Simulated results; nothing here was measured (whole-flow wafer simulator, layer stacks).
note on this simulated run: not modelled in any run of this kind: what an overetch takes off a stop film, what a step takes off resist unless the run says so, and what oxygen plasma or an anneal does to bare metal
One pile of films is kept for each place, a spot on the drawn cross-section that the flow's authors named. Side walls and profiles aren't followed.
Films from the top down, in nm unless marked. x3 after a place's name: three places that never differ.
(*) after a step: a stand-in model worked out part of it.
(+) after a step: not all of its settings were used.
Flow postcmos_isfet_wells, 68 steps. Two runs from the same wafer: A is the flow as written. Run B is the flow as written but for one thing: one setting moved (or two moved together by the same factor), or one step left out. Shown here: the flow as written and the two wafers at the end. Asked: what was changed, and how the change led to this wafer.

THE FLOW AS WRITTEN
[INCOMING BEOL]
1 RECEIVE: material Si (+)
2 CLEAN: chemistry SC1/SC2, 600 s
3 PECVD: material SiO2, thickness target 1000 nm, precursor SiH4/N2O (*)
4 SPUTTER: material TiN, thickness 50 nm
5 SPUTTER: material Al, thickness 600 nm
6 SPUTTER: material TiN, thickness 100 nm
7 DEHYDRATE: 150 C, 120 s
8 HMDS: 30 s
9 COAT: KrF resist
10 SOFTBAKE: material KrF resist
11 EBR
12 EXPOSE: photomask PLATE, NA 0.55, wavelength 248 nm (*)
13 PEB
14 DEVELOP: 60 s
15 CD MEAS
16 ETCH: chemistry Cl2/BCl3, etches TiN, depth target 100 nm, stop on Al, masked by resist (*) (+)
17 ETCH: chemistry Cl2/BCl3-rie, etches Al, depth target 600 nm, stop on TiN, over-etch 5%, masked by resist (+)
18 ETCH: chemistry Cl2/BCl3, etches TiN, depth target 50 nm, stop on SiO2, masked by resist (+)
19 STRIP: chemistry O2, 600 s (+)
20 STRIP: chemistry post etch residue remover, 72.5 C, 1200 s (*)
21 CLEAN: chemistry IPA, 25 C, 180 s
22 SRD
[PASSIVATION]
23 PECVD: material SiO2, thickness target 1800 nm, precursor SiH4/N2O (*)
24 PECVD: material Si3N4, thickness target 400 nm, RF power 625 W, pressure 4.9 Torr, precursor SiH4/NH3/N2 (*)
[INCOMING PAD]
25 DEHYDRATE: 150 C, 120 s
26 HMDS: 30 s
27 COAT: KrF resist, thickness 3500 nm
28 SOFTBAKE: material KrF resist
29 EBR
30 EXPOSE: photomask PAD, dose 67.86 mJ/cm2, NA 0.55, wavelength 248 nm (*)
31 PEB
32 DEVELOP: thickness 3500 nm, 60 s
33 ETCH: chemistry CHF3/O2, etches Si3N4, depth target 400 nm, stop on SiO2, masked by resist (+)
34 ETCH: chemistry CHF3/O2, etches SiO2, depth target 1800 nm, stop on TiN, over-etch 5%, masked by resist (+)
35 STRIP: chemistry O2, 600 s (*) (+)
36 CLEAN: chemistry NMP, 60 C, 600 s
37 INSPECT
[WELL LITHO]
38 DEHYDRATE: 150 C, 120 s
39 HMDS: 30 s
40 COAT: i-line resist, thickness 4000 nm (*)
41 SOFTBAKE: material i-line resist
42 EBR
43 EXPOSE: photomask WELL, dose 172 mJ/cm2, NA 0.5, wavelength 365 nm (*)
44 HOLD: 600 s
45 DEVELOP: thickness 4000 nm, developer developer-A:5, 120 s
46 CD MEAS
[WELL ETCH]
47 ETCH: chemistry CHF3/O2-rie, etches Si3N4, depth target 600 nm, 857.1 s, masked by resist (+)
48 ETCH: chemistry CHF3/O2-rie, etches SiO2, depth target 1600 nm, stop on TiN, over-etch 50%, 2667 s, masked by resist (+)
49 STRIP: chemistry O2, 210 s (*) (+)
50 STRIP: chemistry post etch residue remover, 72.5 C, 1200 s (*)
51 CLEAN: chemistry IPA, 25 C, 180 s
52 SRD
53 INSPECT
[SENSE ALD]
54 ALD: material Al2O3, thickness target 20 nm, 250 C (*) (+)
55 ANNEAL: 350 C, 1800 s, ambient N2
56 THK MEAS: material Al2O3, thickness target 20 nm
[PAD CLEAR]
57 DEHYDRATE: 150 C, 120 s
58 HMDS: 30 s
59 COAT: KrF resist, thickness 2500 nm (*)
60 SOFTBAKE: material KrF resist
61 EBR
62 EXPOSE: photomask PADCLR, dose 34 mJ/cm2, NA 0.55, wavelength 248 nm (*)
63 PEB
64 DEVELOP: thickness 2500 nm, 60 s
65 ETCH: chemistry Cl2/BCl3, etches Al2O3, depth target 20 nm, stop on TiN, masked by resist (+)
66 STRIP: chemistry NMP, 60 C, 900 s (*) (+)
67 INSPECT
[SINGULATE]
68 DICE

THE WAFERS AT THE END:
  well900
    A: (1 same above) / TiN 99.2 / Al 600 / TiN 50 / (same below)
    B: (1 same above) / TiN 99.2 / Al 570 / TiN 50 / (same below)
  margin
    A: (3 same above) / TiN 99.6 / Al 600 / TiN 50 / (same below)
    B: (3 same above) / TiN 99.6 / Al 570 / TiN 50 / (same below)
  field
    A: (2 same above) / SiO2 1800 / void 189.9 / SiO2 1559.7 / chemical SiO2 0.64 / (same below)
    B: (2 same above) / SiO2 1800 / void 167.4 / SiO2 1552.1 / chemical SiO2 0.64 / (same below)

The cause: step 5, SPUTTER: thickness 570 nm was run, where the flow has thickness 600 nm.
It can be read off the wafer: well900 has Al 570, and step 5 as written asks for 600 nm.

How the change led to this, step by step:
  5 SPUTTER: material Al, thickness 600 nm
      field, margin, well900, well1300 x3, pad_rim, pad_clr, pad_open: A Al +600 (new film) | B Al +570 (new film)
  17 ETCH: chemistry Cl2/BCl3-rie, etches Al, depth target 600 nm, stop on TiN, over-etch 5%, masked by resist (+)
      field: A Al -600 (all of it) | B Al -570 (all of it)
  23 PECVD: material SiO2, thickness target 1800 nm, precursor SiH4/N2O (*)
      field: A SiO2 +1800 (new film), void +189.9 (new film), SiO2 +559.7 | B SiO2 +1800 (new film), void +167.4 (new film), SiO2 +552.1
